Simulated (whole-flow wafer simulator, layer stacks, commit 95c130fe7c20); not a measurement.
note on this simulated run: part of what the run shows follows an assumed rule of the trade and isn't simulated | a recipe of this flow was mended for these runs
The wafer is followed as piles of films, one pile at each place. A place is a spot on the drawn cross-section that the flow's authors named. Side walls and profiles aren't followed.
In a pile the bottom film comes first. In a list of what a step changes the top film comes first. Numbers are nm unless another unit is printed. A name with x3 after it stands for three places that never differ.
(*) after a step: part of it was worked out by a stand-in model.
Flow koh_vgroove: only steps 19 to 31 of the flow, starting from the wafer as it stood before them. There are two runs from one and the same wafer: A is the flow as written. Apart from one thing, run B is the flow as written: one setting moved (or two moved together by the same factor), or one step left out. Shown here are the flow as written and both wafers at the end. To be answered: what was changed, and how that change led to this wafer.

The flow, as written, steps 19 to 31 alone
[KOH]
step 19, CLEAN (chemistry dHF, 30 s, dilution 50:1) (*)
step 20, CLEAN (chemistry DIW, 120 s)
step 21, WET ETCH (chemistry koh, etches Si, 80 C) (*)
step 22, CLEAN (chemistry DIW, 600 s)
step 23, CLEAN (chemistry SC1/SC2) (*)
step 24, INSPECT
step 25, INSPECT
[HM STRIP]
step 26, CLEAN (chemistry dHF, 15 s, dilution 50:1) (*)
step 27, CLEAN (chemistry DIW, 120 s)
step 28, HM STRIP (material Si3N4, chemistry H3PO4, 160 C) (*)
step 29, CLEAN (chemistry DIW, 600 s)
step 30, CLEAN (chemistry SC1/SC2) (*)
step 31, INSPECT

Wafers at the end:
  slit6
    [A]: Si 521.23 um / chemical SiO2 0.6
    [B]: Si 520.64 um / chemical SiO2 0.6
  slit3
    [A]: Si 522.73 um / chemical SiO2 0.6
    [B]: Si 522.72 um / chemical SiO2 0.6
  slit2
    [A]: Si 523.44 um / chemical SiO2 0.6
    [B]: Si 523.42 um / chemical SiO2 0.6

What caused this: step 21, WET ETCH: 82.7 C was run, while the flow as written has 80 C.

How this came from the change, step by step:
  step 21, WET ETCH (chemistry koh, etches Si, 80 C) (*)
      slit6, slit20: A -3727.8 Si | B -4314.9 Si
